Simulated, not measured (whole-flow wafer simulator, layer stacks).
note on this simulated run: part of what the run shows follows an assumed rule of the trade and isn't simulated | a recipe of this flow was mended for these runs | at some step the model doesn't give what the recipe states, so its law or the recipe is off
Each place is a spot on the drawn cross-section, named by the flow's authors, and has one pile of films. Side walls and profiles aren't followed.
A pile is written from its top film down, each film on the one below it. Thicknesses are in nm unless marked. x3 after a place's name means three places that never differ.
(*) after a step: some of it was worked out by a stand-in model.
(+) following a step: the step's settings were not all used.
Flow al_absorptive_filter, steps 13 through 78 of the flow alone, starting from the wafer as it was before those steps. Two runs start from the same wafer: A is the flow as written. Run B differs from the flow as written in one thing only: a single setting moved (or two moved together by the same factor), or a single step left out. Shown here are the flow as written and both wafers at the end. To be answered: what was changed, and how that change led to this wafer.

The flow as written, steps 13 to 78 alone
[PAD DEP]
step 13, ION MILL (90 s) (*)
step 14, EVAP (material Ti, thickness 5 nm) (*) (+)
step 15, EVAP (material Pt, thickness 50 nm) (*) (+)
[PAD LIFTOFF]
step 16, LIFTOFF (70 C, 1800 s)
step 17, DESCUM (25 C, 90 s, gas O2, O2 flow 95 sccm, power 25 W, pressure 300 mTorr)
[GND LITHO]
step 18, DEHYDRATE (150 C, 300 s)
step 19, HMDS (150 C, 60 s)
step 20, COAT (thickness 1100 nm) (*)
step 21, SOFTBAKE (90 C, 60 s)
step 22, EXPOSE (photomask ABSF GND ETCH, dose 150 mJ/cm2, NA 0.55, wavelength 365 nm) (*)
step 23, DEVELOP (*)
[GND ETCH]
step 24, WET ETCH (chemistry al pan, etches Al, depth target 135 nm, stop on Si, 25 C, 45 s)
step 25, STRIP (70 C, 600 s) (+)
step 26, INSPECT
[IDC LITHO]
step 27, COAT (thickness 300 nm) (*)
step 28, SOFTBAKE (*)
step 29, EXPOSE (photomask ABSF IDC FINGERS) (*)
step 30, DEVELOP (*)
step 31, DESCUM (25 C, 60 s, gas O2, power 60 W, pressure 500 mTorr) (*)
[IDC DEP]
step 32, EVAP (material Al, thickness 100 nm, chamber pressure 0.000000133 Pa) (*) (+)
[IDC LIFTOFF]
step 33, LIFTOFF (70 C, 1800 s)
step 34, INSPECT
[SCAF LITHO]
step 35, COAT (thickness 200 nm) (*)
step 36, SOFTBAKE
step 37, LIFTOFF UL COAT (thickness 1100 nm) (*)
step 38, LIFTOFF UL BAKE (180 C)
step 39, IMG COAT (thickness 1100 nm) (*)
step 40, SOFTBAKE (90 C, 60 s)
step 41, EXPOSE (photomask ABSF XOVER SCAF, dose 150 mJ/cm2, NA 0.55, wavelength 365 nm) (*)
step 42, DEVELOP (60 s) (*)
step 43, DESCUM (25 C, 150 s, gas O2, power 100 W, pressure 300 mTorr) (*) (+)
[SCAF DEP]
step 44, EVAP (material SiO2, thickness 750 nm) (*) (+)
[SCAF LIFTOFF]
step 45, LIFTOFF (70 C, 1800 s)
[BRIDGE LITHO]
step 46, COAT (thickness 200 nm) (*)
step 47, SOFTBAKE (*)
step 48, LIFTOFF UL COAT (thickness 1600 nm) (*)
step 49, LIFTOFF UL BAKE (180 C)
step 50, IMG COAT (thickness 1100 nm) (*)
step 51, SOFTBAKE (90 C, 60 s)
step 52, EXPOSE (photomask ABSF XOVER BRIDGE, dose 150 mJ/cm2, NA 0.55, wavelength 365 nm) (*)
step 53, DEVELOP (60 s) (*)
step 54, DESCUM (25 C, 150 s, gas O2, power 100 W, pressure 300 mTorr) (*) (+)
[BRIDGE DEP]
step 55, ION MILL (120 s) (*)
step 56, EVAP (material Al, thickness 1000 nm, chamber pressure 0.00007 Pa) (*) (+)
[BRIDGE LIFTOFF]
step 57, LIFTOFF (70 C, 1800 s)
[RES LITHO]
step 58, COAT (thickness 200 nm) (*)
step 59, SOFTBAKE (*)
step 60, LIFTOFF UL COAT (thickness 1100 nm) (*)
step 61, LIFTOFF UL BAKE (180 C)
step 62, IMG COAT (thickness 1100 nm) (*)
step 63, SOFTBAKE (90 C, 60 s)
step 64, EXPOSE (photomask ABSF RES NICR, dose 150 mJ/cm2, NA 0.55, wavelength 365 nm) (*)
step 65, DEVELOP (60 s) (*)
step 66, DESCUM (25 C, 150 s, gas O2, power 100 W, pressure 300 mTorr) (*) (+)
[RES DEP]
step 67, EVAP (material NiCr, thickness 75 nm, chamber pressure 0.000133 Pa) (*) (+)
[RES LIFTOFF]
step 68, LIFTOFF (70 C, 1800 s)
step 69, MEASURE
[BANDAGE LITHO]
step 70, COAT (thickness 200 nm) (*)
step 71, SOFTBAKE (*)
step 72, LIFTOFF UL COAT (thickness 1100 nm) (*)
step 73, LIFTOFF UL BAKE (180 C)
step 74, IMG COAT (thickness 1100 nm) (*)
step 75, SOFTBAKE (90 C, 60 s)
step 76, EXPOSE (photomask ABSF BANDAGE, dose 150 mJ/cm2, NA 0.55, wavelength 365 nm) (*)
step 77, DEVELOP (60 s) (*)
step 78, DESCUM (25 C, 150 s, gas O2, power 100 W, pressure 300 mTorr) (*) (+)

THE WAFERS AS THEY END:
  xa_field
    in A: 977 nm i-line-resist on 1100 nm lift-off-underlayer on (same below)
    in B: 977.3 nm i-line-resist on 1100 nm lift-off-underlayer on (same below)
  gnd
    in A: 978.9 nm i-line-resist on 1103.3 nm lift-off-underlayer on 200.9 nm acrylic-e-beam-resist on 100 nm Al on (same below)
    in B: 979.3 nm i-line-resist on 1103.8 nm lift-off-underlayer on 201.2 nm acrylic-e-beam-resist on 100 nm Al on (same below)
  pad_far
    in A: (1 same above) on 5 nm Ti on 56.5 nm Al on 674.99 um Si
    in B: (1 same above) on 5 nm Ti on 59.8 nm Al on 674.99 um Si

The reason: step 13, ION MILL: 80 s was run, though the flow has 90 s.

Step by step, how the change led to this:
  step 13, ION MILL (90 s) (*)
      gnd, ledge, res and 9 more: A i-line-resist loses 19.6 | B i-line-resist loses 17.5
      pad_far, pad_near: A Al loses 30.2 | B Al loses 26.8
